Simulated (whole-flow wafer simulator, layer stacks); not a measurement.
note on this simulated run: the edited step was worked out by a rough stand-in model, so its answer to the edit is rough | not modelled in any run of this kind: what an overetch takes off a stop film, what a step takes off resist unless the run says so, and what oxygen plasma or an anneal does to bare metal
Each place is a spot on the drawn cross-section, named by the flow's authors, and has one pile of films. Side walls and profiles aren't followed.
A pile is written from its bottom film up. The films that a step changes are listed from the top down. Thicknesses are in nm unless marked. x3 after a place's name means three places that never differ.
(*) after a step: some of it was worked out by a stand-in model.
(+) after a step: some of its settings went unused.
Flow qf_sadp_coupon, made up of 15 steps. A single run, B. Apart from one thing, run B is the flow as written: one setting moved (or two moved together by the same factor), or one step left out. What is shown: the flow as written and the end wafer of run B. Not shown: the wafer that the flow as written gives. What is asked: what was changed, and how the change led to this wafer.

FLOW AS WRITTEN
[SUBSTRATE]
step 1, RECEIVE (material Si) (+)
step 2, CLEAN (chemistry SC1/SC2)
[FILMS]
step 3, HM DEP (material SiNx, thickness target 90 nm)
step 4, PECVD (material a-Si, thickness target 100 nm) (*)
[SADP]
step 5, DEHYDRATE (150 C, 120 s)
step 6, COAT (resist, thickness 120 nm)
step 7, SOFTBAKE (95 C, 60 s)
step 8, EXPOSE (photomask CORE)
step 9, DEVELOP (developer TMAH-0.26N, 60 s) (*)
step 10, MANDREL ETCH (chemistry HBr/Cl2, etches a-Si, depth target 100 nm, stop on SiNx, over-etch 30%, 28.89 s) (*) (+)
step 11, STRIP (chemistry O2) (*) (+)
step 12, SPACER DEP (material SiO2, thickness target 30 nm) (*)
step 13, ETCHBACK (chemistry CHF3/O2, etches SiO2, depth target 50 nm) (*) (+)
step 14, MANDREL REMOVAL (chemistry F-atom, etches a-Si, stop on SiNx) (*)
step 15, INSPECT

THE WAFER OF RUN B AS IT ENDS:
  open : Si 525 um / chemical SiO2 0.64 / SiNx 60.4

The reason: step 4, PECVD: thickness target 56.2 nm was run, while the flow as written has thickness target 100 nm.

The path from the change to this, step by step:
  step 4, PECVD (material a-Si, thickness target 100 nm) (*)
      m, open: a-Si gains 56.2 (new film) (it would be, as written: a-Si gains 100 (new film))
  step 10, MANDREL ETCH (chemistry HBr/Cl2, etches a-Si, depth target 100 nm, stop on SiNx, over-etch 30%, 28.89 s) (*) (+)
      open: a-Si loses 56.2 (all of it), SiNx loses 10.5 (it would be, as written: a-Si loses 100 (all of it), SiNx loses 4.29)
  step 14, MANDREL REMOVAL (chemistry F-atom, etches a-Si, stop on SiNx) (*)
      m: a-Si loses 52 (all of it) (it would be, as written: a-Si loses 95.8 (all of it))
